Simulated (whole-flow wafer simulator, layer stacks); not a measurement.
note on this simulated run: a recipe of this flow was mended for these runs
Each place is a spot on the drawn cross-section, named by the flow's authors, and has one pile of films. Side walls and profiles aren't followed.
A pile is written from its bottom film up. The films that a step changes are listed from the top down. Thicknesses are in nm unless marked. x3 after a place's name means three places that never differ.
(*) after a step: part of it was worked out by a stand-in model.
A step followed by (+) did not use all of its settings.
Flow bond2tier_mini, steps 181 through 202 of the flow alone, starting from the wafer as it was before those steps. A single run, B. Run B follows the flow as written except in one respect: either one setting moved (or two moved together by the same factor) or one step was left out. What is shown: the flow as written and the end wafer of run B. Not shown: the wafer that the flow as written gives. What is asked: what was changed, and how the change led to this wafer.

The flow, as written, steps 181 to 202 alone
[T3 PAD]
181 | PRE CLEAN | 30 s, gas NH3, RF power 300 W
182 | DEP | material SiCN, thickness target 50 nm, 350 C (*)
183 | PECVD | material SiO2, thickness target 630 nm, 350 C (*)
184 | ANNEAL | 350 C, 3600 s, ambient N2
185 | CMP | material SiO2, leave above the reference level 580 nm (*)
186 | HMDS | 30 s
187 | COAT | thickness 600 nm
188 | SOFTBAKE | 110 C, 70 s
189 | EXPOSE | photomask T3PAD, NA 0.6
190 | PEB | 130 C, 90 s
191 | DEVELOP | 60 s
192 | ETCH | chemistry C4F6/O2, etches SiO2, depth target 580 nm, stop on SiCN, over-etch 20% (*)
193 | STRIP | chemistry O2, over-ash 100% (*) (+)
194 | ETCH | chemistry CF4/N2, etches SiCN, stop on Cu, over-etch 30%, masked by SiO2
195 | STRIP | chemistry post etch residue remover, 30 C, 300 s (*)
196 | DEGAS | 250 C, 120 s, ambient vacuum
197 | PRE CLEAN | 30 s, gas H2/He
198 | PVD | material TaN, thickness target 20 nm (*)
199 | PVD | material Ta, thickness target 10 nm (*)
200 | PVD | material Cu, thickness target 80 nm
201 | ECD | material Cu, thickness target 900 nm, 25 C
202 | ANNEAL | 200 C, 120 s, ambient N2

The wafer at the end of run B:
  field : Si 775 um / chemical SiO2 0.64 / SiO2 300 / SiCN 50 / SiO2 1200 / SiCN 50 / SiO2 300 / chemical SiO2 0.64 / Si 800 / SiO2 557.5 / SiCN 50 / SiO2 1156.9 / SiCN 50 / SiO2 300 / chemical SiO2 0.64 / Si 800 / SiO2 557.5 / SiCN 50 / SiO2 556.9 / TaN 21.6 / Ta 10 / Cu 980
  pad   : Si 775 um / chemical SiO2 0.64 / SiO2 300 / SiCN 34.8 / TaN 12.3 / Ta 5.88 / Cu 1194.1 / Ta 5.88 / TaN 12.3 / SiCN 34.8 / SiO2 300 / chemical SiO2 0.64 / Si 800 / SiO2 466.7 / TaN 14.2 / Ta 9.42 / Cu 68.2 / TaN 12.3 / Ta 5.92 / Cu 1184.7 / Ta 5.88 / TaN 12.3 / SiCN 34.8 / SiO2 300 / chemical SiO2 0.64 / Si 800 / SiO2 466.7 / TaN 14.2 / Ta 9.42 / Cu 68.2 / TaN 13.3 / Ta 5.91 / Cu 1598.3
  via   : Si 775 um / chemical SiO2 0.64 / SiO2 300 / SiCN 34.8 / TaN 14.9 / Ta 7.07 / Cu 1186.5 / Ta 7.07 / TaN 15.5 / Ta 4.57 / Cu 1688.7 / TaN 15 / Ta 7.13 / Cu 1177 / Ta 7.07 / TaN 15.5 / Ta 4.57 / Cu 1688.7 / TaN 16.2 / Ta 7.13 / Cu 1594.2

Cause: step 198, PVD: thickness target 21.6 nm was run, though the flow has thickness target 20 nm.
The wafer lets one read it off: field has TaN 21.6, and step 198 as written asks for 20 nm.

How this came from the change, step by step:
  198 | PVD | material TaN, thickness target 20 nm (*)
      field: TaN gains 21.6 (new film) (as written it would have been: TaN gains 20 (new film))
      pad: TaN gains 13.3 (new film) (as written it would have been: TaN gains 12.3 (new film))
      (also at 1 further place)
